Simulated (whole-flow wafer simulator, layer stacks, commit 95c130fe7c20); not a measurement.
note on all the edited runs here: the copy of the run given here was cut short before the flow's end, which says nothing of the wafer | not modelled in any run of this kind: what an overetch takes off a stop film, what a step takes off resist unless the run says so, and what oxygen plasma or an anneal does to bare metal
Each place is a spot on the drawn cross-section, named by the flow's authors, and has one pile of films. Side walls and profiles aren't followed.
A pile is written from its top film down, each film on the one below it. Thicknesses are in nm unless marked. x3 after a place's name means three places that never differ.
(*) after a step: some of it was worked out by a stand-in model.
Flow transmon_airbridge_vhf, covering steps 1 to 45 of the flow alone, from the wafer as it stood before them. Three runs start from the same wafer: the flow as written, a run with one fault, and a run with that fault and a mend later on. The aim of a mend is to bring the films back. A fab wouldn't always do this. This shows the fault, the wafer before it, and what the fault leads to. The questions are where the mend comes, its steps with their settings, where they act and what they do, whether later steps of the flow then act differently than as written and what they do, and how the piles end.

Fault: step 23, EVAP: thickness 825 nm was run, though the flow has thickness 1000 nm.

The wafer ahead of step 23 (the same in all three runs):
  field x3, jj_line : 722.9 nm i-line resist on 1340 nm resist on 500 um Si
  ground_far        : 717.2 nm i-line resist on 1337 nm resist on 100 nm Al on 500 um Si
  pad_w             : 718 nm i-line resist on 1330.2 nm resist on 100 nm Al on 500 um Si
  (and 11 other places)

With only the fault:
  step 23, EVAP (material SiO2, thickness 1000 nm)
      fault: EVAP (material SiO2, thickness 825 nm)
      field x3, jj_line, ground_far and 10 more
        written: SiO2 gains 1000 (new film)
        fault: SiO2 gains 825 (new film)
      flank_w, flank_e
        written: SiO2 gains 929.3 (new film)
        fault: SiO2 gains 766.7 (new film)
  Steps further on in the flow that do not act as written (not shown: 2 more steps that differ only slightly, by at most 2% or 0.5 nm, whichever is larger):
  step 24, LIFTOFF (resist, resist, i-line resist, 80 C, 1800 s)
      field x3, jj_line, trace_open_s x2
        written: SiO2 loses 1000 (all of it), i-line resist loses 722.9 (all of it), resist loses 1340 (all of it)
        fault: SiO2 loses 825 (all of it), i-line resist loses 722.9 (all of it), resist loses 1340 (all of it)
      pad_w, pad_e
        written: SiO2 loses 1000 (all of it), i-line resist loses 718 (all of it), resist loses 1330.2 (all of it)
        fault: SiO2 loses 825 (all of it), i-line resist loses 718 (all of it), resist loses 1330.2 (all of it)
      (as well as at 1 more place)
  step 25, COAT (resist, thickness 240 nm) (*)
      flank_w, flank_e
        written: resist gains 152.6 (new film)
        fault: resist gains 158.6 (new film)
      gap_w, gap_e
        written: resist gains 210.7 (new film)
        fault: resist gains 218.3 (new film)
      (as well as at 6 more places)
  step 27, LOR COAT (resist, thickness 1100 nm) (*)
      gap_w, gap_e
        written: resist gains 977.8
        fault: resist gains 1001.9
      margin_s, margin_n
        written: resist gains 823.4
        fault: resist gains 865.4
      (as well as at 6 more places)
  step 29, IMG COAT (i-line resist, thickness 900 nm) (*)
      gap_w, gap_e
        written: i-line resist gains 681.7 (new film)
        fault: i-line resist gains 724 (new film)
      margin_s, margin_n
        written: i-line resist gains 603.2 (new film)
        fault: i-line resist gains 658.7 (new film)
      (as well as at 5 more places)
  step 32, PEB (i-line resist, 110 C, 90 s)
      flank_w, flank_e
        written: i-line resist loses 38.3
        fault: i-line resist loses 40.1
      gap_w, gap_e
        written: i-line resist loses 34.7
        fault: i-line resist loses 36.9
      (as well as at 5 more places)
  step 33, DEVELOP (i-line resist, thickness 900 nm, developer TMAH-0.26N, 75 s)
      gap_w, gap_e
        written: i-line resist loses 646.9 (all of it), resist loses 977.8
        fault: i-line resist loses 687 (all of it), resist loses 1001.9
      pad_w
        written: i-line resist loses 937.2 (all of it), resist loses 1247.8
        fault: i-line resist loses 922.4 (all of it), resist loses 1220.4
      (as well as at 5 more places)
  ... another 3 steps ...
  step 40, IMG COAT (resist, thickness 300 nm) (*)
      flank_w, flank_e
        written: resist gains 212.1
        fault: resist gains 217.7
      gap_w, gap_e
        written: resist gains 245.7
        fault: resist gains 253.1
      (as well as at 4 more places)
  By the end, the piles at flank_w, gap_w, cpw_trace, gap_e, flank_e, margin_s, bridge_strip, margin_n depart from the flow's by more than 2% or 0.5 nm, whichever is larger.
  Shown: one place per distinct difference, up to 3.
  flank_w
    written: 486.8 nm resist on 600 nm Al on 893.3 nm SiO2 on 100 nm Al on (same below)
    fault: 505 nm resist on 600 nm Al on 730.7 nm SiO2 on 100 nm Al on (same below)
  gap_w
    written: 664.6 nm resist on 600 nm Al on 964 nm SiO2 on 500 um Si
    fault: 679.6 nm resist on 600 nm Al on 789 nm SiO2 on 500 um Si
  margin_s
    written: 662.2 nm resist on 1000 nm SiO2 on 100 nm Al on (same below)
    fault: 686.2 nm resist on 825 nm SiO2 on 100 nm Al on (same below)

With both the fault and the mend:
  The mend follows step 23.
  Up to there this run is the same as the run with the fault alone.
  step 23a, EVAP (material SiO2, thickness 175 nm) (the flow's step 23, run once more with other settings)
      field x3, jj_line, ground_far and 10 more
        SiO2 gains 175
      flank_w, flank_e
        SiO2 gains 162.7
  Every later step of the flow that is run acts as written, at every place that is followed, to within 2% or 0.5 nm, whichever is larger.
  The piles end only slightly different from the flow's at the places that both follow, by no more than 2% or 0.5 nm, whichever is larger.
